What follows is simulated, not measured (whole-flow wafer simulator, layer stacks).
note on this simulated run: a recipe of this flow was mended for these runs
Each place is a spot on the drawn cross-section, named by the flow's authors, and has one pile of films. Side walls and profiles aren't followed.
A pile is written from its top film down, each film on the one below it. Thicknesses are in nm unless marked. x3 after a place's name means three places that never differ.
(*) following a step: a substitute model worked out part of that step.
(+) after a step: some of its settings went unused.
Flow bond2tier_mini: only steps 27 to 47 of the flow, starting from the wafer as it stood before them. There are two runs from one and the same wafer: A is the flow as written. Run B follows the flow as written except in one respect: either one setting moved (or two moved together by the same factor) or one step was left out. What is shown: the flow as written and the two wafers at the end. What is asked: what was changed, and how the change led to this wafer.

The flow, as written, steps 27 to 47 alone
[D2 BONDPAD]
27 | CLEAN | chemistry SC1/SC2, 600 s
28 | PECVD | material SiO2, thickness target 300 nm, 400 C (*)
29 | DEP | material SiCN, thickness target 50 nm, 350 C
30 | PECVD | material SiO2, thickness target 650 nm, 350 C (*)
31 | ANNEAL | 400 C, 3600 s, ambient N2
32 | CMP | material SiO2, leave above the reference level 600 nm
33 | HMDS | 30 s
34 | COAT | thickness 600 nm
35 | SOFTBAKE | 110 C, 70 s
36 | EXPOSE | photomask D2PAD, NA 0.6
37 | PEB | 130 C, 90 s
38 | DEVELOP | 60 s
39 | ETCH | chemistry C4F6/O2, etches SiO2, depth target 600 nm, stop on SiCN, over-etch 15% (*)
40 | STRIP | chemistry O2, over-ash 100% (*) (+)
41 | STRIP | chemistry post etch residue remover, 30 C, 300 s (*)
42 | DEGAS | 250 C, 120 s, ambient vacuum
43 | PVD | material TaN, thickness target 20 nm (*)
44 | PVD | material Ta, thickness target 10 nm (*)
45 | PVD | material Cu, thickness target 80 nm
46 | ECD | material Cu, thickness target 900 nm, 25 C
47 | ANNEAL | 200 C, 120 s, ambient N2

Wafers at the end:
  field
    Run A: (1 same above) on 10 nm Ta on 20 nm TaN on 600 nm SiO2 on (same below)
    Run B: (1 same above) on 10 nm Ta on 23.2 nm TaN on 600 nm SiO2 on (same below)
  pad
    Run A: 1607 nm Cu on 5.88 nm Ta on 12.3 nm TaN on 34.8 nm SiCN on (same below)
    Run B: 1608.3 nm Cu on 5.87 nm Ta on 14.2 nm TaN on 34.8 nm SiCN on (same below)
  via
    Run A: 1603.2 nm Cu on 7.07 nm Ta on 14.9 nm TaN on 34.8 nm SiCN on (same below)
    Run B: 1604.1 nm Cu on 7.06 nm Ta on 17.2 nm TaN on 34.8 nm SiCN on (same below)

Cause: step 43, PVD: thickness target 23.2 nm was run, though the flow has thickness target 20 nm.
The wafer lets one read it off: field has TaN 23.2, and step 43 as written asks for 20 nm.

The path from the change to this, step by step:
  43 | PVD | material TaN, thickness target 20 nm (*)
      field: A TaN gains 20 (new film) | B TaN gains 23.2 (new film)
      pad: A TaN gains 12.3 (new film) | B TaN gains 14.2 (new film)
      (as well as at 1 more place)
